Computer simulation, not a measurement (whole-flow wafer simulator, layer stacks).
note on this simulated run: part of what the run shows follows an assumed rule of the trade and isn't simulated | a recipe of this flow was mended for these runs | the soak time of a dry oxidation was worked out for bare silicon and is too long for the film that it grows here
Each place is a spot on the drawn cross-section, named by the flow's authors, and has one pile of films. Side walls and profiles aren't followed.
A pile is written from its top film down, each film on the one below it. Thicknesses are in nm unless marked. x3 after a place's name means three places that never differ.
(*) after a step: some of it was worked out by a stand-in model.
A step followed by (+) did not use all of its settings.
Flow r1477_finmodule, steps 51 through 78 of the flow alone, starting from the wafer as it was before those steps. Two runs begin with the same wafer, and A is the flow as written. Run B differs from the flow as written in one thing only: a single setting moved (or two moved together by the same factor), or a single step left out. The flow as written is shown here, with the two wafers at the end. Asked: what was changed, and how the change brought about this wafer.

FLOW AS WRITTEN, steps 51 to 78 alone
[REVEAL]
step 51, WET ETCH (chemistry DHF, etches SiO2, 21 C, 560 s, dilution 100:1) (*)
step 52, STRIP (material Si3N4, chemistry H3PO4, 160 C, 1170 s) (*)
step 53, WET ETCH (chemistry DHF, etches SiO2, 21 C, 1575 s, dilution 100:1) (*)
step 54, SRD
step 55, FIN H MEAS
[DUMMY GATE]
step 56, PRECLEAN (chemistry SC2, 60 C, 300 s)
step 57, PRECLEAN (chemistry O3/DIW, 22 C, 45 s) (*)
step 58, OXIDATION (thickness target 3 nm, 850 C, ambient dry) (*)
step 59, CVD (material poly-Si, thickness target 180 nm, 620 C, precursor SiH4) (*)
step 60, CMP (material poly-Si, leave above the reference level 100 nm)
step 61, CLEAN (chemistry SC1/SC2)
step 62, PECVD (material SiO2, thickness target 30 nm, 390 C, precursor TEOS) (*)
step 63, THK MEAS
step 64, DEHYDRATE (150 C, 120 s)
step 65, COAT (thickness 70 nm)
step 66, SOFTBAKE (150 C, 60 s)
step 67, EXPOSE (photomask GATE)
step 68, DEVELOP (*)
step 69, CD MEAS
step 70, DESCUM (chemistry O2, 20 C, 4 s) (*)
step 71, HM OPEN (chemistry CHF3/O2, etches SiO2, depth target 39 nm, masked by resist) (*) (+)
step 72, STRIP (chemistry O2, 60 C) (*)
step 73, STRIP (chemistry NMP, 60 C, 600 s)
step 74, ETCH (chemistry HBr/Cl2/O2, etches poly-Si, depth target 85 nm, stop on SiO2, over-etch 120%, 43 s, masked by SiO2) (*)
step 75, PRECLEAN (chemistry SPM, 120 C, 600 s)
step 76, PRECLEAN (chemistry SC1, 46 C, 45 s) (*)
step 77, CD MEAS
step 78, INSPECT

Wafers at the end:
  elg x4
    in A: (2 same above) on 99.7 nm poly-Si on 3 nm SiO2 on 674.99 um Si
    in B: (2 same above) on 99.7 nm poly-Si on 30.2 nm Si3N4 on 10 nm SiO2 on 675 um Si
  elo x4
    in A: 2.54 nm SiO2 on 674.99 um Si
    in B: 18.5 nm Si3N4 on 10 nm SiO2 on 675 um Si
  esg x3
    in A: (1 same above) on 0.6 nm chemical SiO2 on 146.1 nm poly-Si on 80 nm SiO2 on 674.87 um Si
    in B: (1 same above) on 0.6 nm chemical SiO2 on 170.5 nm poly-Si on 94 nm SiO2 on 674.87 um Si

What caused this: step 51, WET ETCH: 280 s was run, though the flow has 560 s.

How this came from the change, step by step:
  step 51, WET ETCH (chemistry DHF, etches SiO2, 21 C, 560 s, dilution 100:1) (*)
      elg x4, elo x4: A -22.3 SiO2 (all of it), -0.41 Si3N4 | B -14.1 SiO2
      esg x3, e200sg, s40cg x3, s40sg x3, eso x3, e200so, s40co x3, s40so x3: A -28.1 SiO2 | B -14.1 SiO2
      (also at 8 further places)
  step 52, STRIP (material Si3N4, chemistry H3PO4, 160 C, 1170 s) (*)
      elg x4, elo x4: A -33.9 Si3N4 (all of it), -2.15 SiO2 | B -4.28 SiO2
  step 53, WET ETCH (chemistry DHF, etches SiO2, 21 C, 1575 s, dilution 100:1) (*)
      elg x4, elo x4: A -7.85 SiO2 (all of it) | B -3.95 SiO2 (all of it), -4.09 Si3N4
  step 57, PRECLEAN (chemistry O3/DIW, 22 C, 45 s) (*)
      elg x4, elo x4: A +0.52 chemical SiO2, -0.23 Si | B nothing
  step 58, OXIDATION (thickness target 3 nm, 850 C, ambient dry) (*)
      elg x4, elo x4: A +3 SiO2 (new film), -0.85 chemical SiO2 (all of it), -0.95 Si | B nothing
  step 59, CVD (material poly-Si, thickness target 180 nm, 620 C, precursor SiH4) (*)
      s40cg x3, s40sg x3, s40co x3, s40so x3: A +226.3 poly-Si (new film) | B +212.3 poly-Si (new film)
      esg x3, eso x3: A +226.3 poly-Si (new film) | B +250.8 poly-Si (new film)
      (also at 2 further places)
  step 60, CMP (material poly-Si, leave above the reference level 100 nm)
      s40cg x3, s40sg x3, s40sg_line x3, s40co x3, s40so x3, s40so_line x3: A -80 poly-Si | B -41.5 poly-Si
      pad, padg: A -24.8 poly-Si | B -1.46 poly-Si
      (also at 2 further places)
  step 74, ETCH (chemistry HBr/Cl2/O2, etches poly-Si, depth target 85 nm, stop on SiO2, over-etch 120%, 43 s, masked by SiO2) (*)
      elo x4: A -1.12 chemical SiO2 (all of it), -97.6 poly-Si (all of it), -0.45 SiO2 | B -1.12 chemical SiO2 (all of it), -97.6 poly-Si (all of it), -11.6 Si3N4
      eso x3, e200so, s40co x3, s40so x3: A -1.12 chemical SiO2 (all of it), -143.9 poly-Si (all of it), -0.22 SiO2 | B -1.12 chemical SiO2 (all of it), -168.3 poly-Si (all of it), -0.09 SiO2
      (also at 4 further places)
